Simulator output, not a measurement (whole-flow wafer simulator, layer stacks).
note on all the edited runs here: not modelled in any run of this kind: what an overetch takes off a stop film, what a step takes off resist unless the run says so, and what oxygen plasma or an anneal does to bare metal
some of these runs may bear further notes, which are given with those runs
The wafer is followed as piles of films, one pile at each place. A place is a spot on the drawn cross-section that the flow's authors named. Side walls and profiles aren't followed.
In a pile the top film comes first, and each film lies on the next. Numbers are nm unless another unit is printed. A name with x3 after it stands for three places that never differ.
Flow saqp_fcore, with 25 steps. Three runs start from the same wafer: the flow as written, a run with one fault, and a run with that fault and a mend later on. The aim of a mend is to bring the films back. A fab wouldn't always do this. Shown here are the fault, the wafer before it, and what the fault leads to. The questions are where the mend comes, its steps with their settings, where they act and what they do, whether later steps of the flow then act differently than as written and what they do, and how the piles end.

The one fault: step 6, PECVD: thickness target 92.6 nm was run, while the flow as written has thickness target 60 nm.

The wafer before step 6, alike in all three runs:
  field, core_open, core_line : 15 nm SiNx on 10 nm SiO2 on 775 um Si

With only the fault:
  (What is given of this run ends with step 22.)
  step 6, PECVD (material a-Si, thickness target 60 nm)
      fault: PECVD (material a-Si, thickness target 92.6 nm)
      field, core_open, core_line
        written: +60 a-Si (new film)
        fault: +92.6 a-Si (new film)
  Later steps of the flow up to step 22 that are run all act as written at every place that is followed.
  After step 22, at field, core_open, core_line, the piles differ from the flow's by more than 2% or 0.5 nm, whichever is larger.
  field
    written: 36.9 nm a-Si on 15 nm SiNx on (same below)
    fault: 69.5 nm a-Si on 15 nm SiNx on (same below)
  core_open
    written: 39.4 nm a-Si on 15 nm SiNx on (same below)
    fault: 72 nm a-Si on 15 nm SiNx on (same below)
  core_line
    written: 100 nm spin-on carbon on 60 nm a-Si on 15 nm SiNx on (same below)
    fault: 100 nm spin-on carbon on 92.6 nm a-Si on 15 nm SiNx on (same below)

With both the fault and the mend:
  After step 7 comes the mend.
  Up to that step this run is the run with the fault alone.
  step 7a, ETCH (chemistry tmah, depth target 106.5 nm)
      field, core_open, core_line
        -92.6 a-Si (all of it)
  step 7b, PECVD (material a-Si, thickness target 60 nm) (the flow's step 6 again)
      field, core_open, core_line
        +60 a-Si (new film)
  Later steps of the flow that are run all act as written at every place that is followed.
  By the end, the piles equal the flow's at every place that both follow.
